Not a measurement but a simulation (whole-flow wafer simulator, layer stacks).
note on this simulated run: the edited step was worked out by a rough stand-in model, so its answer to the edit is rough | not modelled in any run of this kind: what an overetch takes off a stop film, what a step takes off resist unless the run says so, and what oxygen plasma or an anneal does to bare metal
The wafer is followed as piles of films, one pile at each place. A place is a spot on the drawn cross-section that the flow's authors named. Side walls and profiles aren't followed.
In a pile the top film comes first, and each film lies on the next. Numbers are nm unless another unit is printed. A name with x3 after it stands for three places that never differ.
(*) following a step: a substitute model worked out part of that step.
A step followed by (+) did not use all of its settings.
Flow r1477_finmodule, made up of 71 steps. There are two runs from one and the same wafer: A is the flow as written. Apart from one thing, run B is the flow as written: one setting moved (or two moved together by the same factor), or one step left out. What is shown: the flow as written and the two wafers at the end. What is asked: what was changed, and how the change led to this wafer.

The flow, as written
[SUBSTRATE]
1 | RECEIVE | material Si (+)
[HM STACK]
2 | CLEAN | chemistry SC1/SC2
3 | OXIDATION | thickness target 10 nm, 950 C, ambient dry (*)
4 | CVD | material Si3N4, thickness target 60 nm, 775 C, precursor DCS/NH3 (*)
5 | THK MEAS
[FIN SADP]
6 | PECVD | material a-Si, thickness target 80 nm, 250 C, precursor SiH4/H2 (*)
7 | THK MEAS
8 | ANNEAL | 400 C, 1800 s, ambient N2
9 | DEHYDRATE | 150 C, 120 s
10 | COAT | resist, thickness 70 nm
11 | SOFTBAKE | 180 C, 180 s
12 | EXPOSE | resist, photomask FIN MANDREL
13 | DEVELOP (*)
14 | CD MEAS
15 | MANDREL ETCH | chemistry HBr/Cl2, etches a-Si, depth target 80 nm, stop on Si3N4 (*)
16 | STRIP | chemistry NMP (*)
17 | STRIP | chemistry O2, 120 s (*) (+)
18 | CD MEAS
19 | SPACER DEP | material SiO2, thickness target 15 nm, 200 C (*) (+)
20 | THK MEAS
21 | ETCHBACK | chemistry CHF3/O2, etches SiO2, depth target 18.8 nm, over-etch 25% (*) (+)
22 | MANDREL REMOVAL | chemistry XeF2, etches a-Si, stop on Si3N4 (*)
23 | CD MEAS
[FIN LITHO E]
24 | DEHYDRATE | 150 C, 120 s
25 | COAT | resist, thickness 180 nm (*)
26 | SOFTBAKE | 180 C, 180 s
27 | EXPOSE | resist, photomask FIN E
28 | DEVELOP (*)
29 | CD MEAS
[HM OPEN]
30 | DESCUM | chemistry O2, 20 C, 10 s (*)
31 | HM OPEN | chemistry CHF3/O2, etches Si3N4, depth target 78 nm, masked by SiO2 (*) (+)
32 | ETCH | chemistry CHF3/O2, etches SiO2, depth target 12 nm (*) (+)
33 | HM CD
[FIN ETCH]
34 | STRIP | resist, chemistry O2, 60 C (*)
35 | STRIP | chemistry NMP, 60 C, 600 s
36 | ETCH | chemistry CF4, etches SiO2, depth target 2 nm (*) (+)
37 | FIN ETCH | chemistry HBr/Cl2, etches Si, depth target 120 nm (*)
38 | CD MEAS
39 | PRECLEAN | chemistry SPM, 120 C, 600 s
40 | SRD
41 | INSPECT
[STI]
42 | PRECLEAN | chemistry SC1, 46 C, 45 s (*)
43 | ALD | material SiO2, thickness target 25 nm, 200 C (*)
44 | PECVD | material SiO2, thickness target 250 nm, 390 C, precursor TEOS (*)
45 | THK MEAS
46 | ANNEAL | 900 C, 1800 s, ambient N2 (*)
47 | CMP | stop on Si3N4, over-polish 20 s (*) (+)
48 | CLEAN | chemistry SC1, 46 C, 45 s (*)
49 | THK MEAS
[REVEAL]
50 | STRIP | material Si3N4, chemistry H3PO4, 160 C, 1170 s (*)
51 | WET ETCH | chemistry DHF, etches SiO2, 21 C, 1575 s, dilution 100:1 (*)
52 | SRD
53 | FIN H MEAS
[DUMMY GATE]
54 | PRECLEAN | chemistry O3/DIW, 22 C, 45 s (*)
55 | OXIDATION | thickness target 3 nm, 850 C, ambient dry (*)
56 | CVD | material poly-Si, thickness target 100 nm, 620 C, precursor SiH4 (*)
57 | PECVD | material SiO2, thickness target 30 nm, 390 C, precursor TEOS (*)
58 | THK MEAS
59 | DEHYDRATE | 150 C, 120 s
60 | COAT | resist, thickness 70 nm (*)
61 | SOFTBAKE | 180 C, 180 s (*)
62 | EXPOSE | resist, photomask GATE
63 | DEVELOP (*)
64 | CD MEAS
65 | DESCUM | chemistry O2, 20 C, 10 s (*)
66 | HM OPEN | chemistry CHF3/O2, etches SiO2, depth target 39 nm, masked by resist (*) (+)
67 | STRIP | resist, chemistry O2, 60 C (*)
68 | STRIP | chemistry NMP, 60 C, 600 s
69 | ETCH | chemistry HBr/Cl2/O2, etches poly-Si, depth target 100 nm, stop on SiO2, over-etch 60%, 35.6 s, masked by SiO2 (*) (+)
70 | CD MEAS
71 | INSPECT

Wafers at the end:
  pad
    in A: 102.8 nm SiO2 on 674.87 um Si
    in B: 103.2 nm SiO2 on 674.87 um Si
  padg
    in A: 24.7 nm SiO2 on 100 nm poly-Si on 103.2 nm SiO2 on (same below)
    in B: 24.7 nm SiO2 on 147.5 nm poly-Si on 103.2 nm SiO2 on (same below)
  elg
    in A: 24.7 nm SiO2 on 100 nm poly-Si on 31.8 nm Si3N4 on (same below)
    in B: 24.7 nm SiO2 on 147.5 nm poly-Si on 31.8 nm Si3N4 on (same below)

The reason: step 56, CVD: thickness target 147.5 nm was run, though the flow has thickness target 100 nm.
One can read it off the wafer: padg has poly-Si 147.5, and step 56 as written asks for 100 nm.

Step by step, how the change led to this:
  56 | CVD | material poly-Si, thickness target 100 nm, 620 C, precursor SiH4 (*)
      pad, padg, elg and 26 more: A +100 poly-Si (new film) | B +147.5 poly-Si (new film)
      s40cg, s40co: A +113.9 poly-Si (new film) | B +162.1 poly-Si (new film)
      (also at 5 further places)
  67 | STRIP | resist, chemistry O2, 60 C (*)
      s40cg: A -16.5 resist (all of it) | B -15.9 resist (all of it)
      s45cg: A -16.9 resist (all of it) | B -16.2 resist (all of it)
      (also at 1 further place)
  69 | ETCH | chemistry HBr/Cl2/O2, etches poly-Si, depth target 100 nm, stop on SiO2, over-etch 60%, 35.6 s, masked by SiO2 (*) (+)
      pad, e40so, e100so, e200so, s40so, s45so, s50so: A -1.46 chemical SiO2 (all of it), -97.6 poly-Si (all of it), -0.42 SiO2 | B -1.46 chemical SiO2 (all of it), -145.1 poly-Si (all of it)
      elo, e40lo, e100lo, e200lo: A -1.46 chemical SiO2 (all of it), -97.6 poly-Si (all of it), -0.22 Si3N4 | B -1.46 chemical SiO2 (all of it), -145.1 poly-Si (all of it)
      (also at 7 further places)
